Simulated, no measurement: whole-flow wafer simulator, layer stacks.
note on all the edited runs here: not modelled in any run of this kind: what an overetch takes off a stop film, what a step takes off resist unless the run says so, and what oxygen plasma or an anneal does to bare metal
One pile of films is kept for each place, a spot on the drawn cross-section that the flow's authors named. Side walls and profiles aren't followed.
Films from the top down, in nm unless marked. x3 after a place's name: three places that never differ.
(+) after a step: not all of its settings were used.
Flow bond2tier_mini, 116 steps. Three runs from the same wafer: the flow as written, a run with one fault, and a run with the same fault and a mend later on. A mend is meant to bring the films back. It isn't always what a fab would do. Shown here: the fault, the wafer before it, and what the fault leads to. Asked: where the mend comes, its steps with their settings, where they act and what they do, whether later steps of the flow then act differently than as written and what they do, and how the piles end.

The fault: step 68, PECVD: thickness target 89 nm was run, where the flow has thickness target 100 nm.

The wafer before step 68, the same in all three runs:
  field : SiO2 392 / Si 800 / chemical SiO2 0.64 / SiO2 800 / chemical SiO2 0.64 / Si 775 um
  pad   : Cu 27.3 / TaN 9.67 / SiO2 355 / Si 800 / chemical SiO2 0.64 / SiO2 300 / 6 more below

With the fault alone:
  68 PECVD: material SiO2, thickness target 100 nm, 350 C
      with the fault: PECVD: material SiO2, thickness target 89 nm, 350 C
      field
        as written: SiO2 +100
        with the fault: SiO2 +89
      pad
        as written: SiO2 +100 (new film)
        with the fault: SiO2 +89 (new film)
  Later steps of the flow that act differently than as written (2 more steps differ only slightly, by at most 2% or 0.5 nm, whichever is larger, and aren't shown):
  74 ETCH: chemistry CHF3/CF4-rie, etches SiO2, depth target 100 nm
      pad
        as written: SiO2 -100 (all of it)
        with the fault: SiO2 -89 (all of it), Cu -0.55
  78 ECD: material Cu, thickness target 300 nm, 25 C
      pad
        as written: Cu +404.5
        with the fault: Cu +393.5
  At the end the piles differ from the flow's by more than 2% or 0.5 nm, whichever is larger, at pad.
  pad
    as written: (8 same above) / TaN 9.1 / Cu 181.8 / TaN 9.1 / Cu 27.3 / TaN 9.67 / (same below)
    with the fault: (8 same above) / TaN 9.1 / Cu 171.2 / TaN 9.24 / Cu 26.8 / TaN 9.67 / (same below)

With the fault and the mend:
  The mend comes after step 73.
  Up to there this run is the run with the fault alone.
  73a STRIP: chemistry O2, over-ash 100% (+)
      field
        KrF resist -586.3 (all of it)
  73b PECVD: material SiO2, thickness target 11 nm, 350 C (the flow's step 68 once more, with other settings)
      field, pad
        SiO2 +11
  73c COAT: KrF resist, thickness 600 nm (the flow's step 69 once more)
      field, pad
        KrF resist +600 (new film)
  73d SOFTBAKE: KrF resist (the flow's step 70 once more)
      changes no film at any place that is followed
  73e EXPOSE: photomask T2PAD, NA 0.6 (the flow's step 71 once more)
      changes no film at any place that is followed
  73f PEB: KrF resist (the flow's step 72 once more)
      changes no film at any place that is followed
  73g DEVELOP: developer TMAH-0.26N, 60 s (the flow's step 73 once more)
      field
        KrF resist -13.7
      pad
        KrF resist -600 (all of it)
  No later step of the flow acts differently than as written at any place that is followed.
  At the end the piles are the same as the flow's at every place that both follow.
